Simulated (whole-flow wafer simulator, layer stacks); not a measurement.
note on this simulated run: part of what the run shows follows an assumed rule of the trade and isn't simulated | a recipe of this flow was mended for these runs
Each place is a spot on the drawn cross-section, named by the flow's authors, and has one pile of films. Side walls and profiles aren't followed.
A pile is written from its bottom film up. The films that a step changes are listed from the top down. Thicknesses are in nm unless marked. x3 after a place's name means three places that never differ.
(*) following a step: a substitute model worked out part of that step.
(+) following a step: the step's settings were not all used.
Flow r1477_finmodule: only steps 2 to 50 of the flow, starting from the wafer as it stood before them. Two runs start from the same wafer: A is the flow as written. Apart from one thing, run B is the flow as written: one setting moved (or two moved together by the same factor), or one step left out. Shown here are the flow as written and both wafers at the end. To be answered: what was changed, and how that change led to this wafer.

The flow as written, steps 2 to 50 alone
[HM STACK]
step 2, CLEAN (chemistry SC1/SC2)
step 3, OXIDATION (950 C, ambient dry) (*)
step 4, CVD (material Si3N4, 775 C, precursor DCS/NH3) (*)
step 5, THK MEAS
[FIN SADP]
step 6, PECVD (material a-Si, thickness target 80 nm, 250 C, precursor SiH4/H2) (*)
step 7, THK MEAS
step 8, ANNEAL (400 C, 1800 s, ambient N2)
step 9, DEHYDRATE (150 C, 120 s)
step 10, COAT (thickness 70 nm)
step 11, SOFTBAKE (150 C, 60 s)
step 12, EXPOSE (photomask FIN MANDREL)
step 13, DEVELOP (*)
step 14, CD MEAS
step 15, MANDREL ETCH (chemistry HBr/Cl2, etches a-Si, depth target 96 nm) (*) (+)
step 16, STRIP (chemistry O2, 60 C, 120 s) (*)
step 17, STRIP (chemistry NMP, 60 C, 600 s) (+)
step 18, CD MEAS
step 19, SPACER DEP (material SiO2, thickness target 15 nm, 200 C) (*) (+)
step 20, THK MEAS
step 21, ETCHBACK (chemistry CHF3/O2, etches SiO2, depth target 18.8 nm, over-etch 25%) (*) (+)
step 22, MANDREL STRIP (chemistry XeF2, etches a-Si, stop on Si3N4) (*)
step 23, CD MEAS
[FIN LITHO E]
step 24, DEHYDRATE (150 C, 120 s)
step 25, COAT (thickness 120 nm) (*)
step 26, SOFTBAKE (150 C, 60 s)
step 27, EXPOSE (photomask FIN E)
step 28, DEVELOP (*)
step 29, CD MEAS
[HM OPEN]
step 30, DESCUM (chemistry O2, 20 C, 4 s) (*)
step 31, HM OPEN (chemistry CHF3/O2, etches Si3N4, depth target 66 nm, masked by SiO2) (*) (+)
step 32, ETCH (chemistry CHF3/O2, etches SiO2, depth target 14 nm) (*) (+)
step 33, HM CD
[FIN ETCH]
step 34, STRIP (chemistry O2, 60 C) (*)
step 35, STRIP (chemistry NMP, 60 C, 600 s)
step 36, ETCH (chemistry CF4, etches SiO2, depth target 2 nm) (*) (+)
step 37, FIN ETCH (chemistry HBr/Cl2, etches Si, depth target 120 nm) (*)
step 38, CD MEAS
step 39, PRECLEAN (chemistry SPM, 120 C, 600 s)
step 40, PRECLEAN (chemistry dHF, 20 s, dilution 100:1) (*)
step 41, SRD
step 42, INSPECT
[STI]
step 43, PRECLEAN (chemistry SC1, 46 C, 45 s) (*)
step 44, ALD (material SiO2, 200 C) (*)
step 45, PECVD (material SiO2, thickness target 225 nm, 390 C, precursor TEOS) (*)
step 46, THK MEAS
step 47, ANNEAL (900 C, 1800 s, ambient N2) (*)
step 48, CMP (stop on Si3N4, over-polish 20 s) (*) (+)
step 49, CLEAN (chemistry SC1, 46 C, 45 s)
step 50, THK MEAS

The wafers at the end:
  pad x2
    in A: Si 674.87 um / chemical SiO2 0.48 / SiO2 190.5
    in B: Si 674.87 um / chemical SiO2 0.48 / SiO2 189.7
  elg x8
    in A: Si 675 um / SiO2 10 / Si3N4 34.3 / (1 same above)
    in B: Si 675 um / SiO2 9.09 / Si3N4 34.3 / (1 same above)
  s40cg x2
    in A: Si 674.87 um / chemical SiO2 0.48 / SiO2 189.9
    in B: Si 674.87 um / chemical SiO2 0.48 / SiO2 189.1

What caused this: step 3, OXIDATION: 942 C was run, whereas the flow has 950 C.

How this came from the change, step by step:
  step 3, OXIDATION (950 C, ambient dry) (*)
      pad x2, elg x8, esg x8 and 18 more: A SiO2 gains 10 (new film), chemical SiO2 loses 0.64 (all of it), Si loses 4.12 | B SiO2 gains 9.09 (new film), chemical SiO2 loses 0.64 (all of it), Si loses 3.71
  step 32, ETCH (chemistry CHF3/O2, etches SiO2, depth target 14 nm) (*) (+)
      pad x2, esg x8, s40sg x2, s45sg x2, s50sg x2: A SiO2 loses 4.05 (all of it), Si loses 1.99 | B SiO2 loses 3.13 (all of it), Si loses 2.17
      s40cg x2, s45cg x2, s50cg x2: A SiO2 loses 7 (all of it), Si loses 1.4 | B SiO2 loses 6.09 (all of it), Si loses 1.58
